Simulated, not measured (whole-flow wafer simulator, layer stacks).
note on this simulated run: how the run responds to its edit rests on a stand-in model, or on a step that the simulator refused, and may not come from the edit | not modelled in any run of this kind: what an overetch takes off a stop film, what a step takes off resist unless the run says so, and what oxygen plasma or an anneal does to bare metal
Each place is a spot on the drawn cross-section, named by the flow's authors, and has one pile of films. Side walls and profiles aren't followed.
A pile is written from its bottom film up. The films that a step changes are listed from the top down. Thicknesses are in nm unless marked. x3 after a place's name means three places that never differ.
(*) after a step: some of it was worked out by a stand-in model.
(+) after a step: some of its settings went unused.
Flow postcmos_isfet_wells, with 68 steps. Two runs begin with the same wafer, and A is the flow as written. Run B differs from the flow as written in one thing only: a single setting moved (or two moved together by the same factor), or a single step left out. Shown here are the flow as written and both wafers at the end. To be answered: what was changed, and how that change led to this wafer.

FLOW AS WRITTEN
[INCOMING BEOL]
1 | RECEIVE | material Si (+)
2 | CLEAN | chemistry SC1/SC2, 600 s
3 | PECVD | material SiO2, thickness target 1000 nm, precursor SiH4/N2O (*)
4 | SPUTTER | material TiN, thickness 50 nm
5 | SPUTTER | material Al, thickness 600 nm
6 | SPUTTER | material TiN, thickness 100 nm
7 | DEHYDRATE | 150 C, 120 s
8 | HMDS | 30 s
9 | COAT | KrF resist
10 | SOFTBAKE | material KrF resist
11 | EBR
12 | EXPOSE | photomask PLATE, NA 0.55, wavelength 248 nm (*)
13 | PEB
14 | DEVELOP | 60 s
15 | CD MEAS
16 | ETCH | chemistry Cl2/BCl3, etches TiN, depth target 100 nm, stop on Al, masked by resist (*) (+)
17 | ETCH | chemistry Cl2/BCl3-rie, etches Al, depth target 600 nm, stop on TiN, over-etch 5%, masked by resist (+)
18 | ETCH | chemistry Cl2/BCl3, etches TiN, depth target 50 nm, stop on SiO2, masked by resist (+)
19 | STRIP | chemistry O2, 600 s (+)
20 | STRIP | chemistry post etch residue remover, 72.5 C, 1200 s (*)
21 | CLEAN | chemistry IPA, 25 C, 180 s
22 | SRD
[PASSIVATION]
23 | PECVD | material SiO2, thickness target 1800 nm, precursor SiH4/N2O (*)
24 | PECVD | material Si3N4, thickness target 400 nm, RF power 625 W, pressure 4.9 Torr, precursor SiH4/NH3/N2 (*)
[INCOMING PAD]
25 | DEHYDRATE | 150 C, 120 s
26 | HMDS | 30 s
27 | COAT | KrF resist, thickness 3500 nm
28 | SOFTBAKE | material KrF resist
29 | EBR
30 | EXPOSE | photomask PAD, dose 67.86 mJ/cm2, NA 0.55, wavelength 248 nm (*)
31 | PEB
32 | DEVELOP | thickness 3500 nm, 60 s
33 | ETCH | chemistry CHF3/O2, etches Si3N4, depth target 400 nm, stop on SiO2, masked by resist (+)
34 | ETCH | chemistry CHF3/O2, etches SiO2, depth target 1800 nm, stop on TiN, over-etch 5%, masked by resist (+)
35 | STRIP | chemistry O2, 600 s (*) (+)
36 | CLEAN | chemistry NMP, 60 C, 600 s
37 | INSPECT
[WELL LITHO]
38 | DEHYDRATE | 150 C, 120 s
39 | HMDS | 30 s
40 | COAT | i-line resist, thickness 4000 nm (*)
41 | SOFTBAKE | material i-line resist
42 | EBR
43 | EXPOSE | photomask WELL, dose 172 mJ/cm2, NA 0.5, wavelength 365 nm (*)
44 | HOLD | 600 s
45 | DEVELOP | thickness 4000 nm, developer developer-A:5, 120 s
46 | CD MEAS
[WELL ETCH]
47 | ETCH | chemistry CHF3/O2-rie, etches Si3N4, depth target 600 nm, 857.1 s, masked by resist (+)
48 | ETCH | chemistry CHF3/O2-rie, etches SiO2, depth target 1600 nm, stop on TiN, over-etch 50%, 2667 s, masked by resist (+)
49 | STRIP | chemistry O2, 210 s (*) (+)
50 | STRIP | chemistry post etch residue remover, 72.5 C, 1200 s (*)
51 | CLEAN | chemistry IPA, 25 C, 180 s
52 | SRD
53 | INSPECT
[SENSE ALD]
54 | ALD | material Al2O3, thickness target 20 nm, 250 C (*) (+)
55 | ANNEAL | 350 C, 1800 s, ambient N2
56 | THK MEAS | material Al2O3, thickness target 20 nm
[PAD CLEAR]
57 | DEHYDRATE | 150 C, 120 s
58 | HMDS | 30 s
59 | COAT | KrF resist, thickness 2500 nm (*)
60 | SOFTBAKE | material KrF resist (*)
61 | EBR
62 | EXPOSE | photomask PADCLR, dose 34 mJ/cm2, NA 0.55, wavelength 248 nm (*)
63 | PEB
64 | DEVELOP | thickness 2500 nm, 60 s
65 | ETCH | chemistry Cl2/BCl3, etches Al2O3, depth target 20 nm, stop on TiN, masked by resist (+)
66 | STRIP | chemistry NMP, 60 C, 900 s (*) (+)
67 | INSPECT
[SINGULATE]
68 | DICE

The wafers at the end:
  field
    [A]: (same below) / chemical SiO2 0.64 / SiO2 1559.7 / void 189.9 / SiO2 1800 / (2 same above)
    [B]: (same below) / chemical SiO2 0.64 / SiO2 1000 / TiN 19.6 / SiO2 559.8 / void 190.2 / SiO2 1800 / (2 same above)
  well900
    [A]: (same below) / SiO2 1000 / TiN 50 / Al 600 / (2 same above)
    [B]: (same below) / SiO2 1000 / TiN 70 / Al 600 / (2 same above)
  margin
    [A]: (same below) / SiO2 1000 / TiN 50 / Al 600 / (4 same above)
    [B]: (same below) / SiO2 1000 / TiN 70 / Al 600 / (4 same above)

Cause: step 4, SPUTTER: thickness 70 nm was run, while the flow as written has thickness 50 nm.
The wafer lets one read it off: well900 has TiN 70, and step 4 as written asks for 50 nm.

The path from the change to this, step by step:
  4 | SPUTTER | material TiN, thickness 50 nm
      field, margin, well900 and 6 more: A +50 TiN (new film) | B +70 TiN (new film)
  18 | ETCH | chemistry Cl2/BCl3, etches TiN, depth target 50 nm, stop on SiO2, masked by resist (+)
      field: A -50 TiN (all of it) | B -50 TiN
  23 | PECVD | material SiO2, thickness target 1800 nm, precursor SiH4/N2O (*)
      field: A +1800 SiO2 (new film), +189.9 void (new film), +559.7 SiO2 | B +1800 SiO2 (new film), +190.2 void (new film), +559.8 SiO2 (new film)
Taking metal films that touch as one body, field has 1 body; the flow as written gives 0 bodies.
